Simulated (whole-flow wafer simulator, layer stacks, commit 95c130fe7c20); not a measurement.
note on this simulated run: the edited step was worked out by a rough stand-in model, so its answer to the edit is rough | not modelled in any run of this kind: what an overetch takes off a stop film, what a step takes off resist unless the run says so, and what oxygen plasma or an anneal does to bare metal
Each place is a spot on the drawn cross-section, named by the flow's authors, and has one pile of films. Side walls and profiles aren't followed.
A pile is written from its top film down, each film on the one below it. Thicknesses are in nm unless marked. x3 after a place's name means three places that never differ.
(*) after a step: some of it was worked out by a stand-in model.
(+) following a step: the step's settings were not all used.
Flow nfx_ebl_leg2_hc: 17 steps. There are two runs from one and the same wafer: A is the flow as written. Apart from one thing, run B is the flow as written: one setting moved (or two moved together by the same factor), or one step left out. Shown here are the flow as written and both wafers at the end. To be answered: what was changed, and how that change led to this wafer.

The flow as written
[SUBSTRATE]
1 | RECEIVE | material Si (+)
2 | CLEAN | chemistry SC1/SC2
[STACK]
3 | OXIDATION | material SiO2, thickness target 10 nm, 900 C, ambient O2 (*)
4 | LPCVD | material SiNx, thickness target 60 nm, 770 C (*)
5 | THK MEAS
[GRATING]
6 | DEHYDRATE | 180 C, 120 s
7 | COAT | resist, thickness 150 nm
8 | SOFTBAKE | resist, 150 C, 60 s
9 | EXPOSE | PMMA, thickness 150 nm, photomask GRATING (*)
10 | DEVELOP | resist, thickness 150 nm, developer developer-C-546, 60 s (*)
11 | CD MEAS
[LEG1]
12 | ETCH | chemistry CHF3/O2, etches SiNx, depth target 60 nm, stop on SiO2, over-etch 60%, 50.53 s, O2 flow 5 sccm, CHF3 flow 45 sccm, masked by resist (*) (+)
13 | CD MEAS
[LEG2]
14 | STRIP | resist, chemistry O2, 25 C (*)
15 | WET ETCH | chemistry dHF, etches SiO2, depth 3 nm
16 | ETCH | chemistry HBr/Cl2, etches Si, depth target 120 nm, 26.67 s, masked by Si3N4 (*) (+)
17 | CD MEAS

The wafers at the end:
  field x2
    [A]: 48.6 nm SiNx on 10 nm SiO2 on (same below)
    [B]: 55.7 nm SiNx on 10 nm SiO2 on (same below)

What caused this: step 4, LPCVD: thickness target 67.1 nm was run, while the flow as written has thickness target 60 nm.

Step by step, how the change led to this:
  4 | LPCVD | material SiNx, thickness target 60 nm, 770 C (*)
      field x2, pad x2: A SiNx gains 60 (new film) | B SiNx gains 67.1 (new film)
  12 | ETCH | chemistry CHF3/O2, etches SiNx, depth target 60 nm, stop on SiO2, over-etch 60%, 50.53 s, O2 flow 5 sccm, CHF3 flow 45 sccm, masked by resist (*) (+)
      pad x2: A SiNx loses 60 (all of it), SiO2 loses 10 (all of it) | B SiNx loses 67.1 (all of it), SiO2 loses 10 (all of it)
